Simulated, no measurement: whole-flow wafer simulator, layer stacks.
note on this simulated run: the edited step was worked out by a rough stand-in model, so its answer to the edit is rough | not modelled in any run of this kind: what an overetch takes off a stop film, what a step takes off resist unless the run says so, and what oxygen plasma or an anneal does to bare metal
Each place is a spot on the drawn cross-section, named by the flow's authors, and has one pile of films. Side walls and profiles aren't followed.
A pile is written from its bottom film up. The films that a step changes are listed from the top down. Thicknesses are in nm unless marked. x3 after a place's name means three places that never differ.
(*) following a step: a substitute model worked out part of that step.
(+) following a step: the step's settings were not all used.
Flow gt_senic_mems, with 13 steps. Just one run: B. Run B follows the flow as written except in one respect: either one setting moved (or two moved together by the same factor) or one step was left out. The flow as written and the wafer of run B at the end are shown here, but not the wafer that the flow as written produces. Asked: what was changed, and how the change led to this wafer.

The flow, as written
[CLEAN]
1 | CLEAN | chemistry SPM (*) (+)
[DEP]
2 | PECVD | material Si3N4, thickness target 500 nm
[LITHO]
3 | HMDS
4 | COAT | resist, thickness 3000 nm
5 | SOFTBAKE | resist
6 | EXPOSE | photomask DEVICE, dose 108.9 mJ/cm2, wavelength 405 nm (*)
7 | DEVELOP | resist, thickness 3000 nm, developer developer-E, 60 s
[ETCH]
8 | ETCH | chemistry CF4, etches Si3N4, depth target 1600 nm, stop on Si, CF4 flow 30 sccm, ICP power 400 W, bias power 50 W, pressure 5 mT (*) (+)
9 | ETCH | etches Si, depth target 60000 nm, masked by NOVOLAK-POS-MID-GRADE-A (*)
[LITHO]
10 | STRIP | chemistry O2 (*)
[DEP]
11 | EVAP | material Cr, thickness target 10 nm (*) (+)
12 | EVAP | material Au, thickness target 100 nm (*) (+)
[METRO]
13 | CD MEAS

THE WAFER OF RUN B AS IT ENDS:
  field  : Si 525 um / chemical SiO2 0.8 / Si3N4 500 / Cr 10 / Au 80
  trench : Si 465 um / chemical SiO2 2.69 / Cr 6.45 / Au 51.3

Cause: step 12, EVAP: thickness target 80 nm was run, while the flow as written has thickness target 100 nm.
The wafer itself shows it: field has Au 80, and step 12 as written asks for 100 nm.

Step by step, how the change led to this:
  12 | EVAP | material Au, thickness target 100 nm (*) (+)
      field: Au gains 80 (new film) (as written it would have been: Au gains 100 (new film))
      trench: Au gains 51.3 (new film) (as written it would have been: Au gains 64.1 (new film))
